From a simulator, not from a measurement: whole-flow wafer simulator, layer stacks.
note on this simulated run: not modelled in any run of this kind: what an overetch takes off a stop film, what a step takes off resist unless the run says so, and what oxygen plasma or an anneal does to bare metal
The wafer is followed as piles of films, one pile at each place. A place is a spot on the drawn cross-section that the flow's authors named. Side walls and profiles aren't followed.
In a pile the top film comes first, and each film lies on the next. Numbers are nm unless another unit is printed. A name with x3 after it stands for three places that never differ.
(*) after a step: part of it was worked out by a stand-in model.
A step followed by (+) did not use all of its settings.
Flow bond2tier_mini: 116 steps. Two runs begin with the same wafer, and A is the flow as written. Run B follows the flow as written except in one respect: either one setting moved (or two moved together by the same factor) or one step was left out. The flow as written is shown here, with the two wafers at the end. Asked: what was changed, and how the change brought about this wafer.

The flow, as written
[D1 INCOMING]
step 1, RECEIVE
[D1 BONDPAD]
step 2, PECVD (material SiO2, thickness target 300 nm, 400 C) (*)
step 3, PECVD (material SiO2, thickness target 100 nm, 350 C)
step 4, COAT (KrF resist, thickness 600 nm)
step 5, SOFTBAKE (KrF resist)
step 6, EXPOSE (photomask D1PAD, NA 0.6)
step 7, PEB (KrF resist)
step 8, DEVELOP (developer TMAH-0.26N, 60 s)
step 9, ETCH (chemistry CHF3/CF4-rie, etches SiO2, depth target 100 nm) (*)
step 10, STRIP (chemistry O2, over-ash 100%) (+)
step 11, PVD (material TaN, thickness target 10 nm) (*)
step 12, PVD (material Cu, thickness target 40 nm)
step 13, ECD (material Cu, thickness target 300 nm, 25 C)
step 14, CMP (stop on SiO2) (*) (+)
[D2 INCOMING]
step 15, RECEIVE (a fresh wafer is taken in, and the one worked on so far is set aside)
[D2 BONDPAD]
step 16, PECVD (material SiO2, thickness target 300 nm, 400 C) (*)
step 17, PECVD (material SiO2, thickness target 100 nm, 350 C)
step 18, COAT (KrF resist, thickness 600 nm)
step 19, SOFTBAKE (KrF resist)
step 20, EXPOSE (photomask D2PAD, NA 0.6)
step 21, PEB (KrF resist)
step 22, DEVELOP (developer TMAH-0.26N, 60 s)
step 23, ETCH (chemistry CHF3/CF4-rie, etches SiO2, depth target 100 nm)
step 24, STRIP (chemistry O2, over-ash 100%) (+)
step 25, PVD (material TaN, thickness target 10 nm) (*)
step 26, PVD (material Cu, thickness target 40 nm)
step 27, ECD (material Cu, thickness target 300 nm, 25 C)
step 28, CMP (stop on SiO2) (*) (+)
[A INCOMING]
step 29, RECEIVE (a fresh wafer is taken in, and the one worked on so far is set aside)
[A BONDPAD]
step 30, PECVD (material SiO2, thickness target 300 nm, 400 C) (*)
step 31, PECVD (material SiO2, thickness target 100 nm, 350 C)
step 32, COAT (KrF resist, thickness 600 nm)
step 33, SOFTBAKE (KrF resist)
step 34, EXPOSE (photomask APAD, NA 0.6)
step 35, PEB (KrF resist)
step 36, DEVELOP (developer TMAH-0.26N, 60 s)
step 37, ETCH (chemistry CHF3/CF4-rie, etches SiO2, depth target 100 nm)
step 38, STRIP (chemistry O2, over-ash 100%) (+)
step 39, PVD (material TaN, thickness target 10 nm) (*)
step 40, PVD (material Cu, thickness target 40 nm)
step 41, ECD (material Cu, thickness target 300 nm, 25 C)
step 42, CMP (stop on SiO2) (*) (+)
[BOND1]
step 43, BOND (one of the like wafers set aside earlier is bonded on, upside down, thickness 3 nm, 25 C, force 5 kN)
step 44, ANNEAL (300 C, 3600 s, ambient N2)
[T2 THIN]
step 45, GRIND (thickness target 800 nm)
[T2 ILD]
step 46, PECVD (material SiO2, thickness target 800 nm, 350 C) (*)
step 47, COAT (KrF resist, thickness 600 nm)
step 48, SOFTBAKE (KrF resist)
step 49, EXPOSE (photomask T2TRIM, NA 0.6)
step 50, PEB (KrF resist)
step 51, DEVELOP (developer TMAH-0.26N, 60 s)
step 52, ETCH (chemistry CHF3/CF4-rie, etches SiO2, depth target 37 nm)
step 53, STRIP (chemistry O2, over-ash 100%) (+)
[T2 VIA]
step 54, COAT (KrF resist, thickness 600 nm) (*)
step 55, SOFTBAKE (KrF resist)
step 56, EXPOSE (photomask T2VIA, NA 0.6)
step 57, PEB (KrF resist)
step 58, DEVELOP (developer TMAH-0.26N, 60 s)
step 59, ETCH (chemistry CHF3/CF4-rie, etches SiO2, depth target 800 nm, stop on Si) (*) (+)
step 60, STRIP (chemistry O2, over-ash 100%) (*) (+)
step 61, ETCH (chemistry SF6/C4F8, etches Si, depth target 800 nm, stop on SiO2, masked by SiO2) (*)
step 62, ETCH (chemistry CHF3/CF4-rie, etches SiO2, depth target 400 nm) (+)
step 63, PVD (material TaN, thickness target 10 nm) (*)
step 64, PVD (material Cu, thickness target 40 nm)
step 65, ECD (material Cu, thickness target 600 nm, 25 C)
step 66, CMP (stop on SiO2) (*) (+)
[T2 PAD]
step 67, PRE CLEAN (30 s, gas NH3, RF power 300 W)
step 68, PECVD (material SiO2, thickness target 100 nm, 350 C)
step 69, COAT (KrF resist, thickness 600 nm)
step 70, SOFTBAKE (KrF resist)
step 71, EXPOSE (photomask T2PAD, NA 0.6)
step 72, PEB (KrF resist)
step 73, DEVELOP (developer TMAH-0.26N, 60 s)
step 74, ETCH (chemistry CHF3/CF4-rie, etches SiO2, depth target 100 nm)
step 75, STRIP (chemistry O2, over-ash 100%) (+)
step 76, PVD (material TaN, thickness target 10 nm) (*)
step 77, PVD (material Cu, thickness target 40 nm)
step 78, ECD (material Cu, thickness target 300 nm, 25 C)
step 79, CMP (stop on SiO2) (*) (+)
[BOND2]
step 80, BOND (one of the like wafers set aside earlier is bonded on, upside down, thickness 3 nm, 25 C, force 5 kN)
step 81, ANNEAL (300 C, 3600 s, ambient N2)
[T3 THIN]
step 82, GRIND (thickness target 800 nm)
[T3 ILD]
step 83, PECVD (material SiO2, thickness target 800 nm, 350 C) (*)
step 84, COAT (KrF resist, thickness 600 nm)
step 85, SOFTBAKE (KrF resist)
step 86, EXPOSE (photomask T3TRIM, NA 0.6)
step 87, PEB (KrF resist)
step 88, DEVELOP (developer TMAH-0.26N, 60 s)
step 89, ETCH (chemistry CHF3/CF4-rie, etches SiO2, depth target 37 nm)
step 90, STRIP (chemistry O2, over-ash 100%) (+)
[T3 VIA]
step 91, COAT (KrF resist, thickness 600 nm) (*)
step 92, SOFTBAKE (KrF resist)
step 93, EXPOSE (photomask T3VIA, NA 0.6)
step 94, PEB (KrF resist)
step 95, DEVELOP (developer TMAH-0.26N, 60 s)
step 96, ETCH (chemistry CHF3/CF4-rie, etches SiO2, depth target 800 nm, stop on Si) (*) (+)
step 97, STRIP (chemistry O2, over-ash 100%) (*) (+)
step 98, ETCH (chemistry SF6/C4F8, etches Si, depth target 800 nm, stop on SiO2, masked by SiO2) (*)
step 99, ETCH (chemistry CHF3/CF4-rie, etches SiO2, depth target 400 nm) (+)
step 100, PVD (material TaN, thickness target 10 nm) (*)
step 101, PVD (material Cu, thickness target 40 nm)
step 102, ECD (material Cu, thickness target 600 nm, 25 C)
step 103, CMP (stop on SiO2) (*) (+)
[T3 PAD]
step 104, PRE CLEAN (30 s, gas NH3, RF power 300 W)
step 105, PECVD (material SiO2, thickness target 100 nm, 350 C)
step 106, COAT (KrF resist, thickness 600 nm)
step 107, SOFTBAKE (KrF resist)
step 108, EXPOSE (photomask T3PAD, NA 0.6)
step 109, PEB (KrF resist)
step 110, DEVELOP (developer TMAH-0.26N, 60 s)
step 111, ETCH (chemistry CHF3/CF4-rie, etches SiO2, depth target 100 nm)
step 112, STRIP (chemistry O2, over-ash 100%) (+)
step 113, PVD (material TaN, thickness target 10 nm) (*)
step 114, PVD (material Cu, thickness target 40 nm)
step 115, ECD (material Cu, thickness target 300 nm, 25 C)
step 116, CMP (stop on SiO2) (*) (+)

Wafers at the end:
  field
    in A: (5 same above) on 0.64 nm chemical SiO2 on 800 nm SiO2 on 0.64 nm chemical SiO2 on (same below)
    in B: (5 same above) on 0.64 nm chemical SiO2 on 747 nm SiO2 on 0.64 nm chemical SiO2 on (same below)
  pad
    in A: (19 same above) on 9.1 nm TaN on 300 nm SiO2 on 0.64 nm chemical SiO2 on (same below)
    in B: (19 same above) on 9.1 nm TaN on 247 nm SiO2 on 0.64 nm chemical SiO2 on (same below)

What caused this: step 31, PECVD: thickness target 47 nm was run, while the flow as written has thickness target 100 nm.

How this came from the change, step by step:
  step 31, PECVD (material SiO2, thickness target 100 nm, 350 C)
      field, pad, via: A SiO2 gains 100 | B SiO2 gains 47
